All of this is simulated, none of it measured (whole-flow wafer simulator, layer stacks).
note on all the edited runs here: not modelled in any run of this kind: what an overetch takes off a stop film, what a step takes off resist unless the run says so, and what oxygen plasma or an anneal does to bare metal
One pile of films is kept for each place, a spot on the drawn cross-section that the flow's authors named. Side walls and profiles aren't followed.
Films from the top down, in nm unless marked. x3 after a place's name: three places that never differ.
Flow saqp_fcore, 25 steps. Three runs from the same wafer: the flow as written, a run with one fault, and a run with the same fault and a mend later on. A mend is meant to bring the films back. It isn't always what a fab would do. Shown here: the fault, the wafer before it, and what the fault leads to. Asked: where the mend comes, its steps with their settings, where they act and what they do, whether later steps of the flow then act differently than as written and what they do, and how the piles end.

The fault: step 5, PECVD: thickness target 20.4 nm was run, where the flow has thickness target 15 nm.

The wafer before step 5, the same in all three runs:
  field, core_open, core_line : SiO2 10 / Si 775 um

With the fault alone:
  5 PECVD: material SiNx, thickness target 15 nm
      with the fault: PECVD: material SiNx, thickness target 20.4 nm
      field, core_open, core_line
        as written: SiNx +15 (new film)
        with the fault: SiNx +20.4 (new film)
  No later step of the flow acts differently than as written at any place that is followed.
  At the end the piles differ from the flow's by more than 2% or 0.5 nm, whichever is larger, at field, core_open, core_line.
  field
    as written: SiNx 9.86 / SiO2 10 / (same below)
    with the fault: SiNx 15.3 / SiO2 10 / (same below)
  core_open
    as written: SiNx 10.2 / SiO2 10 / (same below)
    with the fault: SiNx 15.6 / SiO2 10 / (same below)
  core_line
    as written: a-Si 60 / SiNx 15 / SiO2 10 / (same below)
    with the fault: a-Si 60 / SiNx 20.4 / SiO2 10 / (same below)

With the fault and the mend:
  The mend comes after step 5.
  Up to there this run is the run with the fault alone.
  5a ETCH: chemistry h3po4, depth target 5.4 nm
      field, core_open, core_line
        SiNx -5.4
  No later step of the flow acts differently than as written at any place that is followed.
  At the end the piles are the same as the flow's at every place that both follow.
